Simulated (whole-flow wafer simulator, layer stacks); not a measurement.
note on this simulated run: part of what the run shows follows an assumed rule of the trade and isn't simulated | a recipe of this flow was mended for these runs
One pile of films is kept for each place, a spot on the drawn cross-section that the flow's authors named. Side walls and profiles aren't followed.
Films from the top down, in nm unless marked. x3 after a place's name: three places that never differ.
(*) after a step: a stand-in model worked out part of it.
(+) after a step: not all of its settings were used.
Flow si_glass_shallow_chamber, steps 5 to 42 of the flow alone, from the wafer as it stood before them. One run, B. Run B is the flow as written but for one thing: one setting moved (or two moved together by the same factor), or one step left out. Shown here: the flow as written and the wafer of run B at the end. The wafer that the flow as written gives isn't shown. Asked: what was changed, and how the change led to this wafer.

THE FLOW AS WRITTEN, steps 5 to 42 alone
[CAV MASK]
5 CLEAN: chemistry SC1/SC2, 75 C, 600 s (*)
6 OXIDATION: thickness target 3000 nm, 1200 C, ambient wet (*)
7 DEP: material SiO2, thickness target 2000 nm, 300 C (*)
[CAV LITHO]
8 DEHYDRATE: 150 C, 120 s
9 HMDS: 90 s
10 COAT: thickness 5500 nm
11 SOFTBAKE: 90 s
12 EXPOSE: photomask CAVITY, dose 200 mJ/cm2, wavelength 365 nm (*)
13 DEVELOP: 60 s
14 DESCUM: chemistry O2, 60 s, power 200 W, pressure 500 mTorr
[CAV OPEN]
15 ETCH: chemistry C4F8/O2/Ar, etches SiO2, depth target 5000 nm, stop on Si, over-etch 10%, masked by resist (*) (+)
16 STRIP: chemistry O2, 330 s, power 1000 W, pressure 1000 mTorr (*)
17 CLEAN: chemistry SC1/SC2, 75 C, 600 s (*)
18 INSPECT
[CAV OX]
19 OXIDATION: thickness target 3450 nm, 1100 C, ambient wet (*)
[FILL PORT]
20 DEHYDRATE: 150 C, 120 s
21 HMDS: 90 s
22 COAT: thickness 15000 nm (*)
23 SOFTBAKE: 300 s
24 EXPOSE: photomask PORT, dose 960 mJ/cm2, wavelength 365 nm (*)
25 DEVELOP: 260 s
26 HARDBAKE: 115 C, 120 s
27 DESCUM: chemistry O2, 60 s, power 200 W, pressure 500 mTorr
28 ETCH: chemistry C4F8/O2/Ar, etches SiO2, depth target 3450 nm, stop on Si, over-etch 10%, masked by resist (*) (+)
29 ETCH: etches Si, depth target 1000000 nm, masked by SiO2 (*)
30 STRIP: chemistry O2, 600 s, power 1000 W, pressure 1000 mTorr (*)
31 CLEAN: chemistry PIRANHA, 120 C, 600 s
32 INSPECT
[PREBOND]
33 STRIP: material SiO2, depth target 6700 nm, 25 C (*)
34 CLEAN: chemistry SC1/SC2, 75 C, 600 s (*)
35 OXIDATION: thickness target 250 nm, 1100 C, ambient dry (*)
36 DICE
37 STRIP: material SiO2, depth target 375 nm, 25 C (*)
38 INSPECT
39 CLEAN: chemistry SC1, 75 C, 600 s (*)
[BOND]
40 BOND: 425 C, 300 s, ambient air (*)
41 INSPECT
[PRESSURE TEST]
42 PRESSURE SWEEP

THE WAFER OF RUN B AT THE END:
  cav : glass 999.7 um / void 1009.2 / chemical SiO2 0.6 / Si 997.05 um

The cause: step 15, ETCH: depth target 4500 nm was run, where the flow has depth target 5000 nm.

How the change led to this, step by step:
  15 ETCH: chemistry C4F8/O2/Ar, etches SiO2, depth target 5000 nm, stop on Si, over-etch 10%, masked by resist (*) (+)
      cav, port: SiO2 -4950 (as written it would be: SiO2 -5000 (all of it), Si -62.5)
      rim, ramp, septum, ring: thick-i-line-resist -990 (as written it would be: thick-i-line-resist -1100)
  16 STRIP: chemistry O2, 330 s, power 1000 W, pressure 1000 mTorr (*)
      cav, port: nothing (as written it would be: chemical SiO2 +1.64 (new film), Si -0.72)
      rim, ramp, septum, ring: thick-i-line-resist -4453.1 (all of it) (as written it would be: thick-i-line-resist -4343.1 (all of it))
  17 CLEAN: chemistry SC1/SC2, 75 C, 600 s (*)
      cav, port: SiO2 -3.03 (as written it would be: chemical SiO2 -1.04, Si -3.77)
  19 OXIDATION: thickness target 3450 nm, 1100 C, ambient wet (*)
      cav, port: SiO2 +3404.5, Si -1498 (as written it would be: SiO2 +3450 (new film), chemical SiO2 -0.6 (all of it), Si -1517.7)
  22 COAT: thickness 15000 nm (*)
      rim: thick-i-line-resist +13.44 um (new film) (as written it would be: thick-i-line-resist +13.4 um (new film))
      ramp: thick-i-line-resist +12.94 um (new film) (as written it would be: thick-i-line-resist +12.89 um (new film))
      (and at 2 more places)
  23 SOFTBAKE: 300 s
      rim: thick-i-line-resist -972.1 (as written it would be: thick-i-line-resist -997)
      ramp: thick-i-line-resist -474 (as written it would be: thick-i-line-resist -487.1)
      (and at 4 more places)
  25 DEVELOP: 260 s
      port: thick-i-line-resist -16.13 um (all of it) (as written it would be: thick-i-line-resist -16.16 um (all of it))
  29 ETCH: etches Si, depth target 1000000 nm, masked by SiO2 (*)
      rim, ramp: thick-i-line-resist -11.53 um (all of it), SiO2 -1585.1 (as written it would be: thick-i-line-resist -11.47 um (all of it), SiO2 -1617.3)
      port: hole +997.13 um (new film), Si -997.13 um (all of it) (as written it would be: hole +997.05 um (new film), Si -997.05 um (all of it))
      (and at 1 more place)
  30 STRIP: chemistry O2, 600 s, power 1000 W, pressure 1000 mTorr (*)
      cav: thick-i-line-resist -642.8 (all of it) (as written it would be: thick-i-line-resist -669.6 (all of it))
  40 BOND: 425 C, 300 s, ambient air (*)
      cav: glass +999.7 um (new film), void +1009.2 (new film) (as written it would be: glass +999.7 um (new film), void +1095.9 (new film))
      port: glass +999.7 um (new film), hole +930.3 (as written it would be: glass +999.7 um (new film), hole +1017.3)
